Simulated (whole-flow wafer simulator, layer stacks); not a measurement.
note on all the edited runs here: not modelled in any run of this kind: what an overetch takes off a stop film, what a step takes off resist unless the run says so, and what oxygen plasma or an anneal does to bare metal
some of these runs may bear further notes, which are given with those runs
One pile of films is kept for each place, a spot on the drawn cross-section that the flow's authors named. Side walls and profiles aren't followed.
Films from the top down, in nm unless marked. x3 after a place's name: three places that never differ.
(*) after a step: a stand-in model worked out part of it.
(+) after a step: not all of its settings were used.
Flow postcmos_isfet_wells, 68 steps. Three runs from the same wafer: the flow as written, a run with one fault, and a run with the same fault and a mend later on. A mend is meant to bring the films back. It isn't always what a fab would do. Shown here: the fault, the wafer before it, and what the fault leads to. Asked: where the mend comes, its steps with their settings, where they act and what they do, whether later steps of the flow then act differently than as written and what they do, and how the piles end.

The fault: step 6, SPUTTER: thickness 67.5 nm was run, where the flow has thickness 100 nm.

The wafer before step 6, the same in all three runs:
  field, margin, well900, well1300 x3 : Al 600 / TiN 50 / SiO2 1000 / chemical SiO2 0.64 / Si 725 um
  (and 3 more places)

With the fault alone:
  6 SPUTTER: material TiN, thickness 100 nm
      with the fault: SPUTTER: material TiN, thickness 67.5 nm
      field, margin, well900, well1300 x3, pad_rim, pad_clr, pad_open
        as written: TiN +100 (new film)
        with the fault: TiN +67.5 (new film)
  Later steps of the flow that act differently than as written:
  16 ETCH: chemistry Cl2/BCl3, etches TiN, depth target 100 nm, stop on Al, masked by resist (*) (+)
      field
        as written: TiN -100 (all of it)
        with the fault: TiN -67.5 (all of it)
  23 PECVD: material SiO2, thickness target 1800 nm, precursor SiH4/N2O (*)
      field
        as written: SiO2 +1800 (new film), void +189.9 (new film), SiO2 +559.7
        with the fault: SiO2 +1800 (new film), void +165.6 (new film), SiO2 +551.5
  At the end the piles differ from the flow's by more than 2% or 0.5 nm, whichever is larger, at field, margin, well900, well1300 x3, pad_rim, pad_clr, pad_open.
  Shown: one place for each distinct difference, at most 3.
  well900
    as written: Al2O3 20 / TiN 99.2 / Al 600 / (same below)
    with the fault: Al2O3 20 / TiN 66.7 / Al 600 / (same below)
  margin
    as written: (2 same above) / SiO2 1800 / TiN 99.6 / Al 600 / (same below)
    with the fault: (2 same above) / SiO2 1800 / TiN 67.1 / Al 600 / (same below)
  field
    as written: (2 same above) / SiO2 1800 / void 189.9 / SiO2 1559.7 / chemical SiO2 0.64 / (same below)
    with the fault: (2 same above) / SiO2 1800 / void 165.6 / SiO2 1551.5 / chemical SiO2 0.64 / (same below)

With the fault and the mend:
  The mend comes after step 6.
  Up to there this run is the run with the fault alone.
  6a SPUTTER: material TiN, thickness 32.5 nm (the flow's step 6 once more, with other settings)
      field, margin, well900, well1300 x3, pad_rim, pad_clr, pad_open
        TiN +32.5
  No later step of the flow acts differently than as written at any place that is followed.
  At the end the piles are the same as the flow's at every place that both follow.
